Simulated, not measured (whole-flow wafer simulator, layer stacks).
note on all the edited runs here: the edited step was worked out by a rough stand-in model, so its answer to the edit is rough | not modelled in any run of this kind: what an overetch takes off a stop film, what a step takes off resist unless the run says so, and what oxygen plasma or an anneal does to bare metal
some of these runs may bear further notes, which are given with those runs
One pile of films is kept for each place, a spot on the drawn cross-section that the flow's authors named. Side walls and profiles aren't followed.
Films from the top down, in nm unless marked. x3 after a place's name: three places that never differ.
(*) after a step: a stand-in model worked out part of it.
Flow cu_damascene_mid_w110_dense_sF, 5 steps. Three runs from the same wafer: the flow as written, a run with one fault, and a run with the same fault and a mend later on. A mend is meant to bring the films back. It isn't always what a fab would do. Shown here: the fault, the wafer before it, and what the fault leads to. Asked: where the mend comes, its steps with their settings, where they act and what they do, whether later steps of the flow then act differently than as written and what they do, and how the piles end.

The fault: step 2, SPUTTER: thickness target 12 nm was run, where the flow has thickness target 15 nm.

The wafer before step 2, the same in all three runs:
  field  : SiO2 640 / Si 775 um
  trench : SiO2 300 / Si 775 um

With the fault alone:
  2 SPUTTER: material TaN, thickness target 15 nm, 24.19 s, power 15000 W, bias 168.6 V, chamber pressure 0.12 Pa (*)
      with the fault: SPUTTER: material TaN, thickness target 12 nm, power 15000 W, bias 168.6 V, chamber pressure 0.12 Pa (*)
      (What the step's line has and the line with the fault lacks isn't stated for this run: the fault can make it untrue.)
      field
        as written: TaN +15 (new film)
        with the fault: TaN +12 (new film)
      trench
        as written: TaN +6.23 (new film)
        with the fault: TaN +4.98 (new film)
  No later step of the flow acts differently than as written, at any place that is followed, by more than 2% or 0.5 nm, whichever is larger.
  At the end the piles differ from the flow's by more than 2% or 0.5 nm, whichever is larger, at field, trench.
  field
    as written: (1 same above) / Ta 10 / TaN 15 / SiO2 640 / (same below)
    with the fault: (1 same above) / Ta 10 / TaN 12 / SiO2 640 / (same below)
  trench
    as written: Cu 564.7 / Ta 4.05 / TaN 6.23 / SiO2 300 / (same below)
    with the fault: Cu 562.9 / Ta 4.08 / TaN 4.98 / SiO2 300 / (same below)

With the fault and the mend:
  The mend comes after step 2.
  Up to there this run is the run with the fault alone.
  2a SPUTTER: material TaN, thickness target 3 nm, power 15000 W, bias 168.6 V, chamber pressure 0.12 Pa (*) (the flow's step 2 once more, with other settings)
      field
        TaN +3
      trench
        TaN +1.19
  No later step of the flow acts differently than as written, at any place that is followed, by more than 2% or 0.5 nm, whichever is larger.
  At the end the piles differ from the flow's only slightly at the places that both follow, by at most 2% or 0.5 nm, whichever is larger.
